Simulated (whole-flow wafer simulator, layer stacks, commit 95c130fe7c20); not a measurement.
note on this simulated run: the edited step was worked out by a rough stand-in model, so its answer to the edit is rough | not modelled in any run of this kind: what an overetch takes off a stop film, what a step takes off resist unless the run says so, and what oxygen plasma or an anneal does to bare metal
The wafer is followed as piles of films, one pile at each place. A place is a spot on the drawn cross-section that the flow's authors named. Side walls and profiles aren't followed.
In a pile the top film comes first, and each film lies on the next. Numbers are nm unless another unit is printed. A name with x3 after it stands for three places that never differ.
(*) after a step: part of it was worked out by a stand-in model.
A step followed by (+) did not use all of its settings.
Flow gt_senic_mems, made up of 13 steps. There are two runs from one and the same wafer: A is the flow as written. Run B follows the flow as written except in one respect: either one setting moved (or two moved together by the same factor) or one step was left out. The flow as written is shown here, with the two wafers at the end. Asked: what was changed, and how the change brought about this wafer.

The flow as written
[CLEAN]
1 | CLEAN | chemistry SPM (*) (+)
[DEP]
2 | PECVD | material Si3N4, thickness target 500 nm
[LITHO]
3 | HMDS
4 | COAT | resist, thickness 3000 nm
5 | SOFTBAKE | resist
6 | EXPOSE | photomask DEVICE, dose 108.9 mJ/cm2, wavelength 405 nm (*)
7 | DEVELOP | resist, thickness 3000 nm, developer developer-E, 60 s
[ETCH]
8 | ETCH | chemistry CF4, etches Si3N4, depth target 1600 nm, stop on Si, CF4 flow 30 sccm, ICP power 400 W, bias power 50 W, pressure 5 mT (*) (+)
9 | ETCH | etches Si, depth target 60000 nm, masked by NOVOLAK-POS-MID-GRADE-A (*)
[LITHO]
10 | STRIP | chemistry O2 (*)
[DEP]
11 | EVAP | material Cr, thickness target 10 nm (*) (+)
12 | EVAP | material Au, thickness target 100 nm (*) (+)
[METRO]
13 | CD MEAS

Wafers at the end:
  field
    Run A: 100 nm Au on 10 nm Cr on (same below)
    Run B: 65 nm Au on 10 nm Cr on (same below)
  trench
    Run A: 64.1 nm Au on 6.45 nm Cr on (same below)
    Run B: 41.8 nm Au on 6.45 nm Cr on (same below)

The reason: step 12, EVAP: thickness target 65 nm was run, though the flow has thickness target 100 nm.
The wafer itself shows it: field has Au 65, and step 12 as written asks for 100 nm.

Step by step, how the change led to this:
  12 | EVAP | material Au, thickness target 100 nm (*) (+)
      field: A +100 Au (new film) | B +65 Au (new film)
      trench: A +64.1 Au (new film) | B +41.8 Au (new film)
